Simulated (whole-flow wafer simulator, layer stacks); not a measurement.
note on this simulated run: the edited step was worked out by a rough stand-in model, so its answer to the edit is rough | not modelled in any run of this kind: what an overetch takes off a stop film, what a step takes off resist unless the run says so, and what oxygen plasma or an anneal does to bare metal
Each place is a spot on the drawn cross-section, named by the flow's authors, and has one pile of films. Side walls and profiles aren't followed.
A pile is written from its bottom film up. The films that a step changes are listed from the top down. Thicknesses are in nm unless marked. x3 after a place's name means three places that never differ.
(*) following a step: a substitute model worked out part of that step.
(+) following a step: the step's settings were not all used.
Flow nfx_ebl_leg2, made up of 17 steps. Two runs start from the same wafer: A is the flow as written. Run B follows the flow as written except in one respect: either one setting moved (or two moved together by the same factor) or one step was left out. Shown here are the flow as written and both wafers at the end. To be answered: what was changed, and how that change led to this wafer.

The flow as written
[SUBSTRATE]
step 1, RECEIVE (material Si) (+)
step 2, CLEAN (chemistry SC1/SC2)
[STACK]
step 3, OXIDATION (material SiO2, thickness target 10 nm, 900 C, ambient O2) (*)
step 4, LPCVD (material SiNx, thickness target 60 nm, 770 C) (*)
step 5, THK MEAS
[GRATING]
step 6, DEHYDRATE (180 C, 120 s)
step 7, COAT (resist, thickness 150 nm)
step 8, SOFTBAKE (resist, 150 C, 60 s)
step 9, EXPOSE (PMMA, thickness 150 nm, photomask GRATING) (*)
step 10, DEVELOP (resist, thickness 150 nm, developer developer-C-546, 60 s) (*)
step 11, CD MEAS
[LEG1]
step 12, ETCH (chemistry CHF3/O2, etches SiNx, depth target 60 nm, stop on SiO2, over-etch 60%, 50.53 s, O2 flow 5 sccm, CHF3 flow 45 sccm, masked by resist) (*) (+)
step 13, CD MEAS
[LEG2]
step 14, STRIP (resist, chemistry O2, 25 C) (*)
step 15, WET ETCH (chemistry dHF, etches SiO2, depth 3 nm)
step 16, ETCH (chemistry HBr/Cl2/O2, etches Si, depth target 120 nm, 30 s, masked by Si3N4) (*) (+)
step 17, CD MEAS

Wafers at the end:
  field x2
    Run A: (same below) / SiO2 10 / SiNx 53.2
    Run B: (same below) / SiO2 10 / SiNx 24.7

The reason: step 4, LPCVD: thickness target 31.5 nm was run, though the flow has thickness target 60 nm.

Step by step, how the change led to this:
  step 4, LPCVD (material SiNx, thickness target 60 nm, 770 C) (*)
      field x2, pad x2: A +60 SiNx (new film) | B +31.5 SiNx (new film)
  step 12, ETCH (chemistry CHF3/O2, etches SiNx, depth target 60 nm, stop on SiO2, over-etch 60%, 50.53 s, O2 flow 5 sccm, CHF3 flow 45 sccm, masked by resist) (*) (+)
      pad x2: A -60 SiNx (all of it), -10 SiO2 (all of it) | B -31.5 SiNx (all of it), -10 SiO2 (all of it)
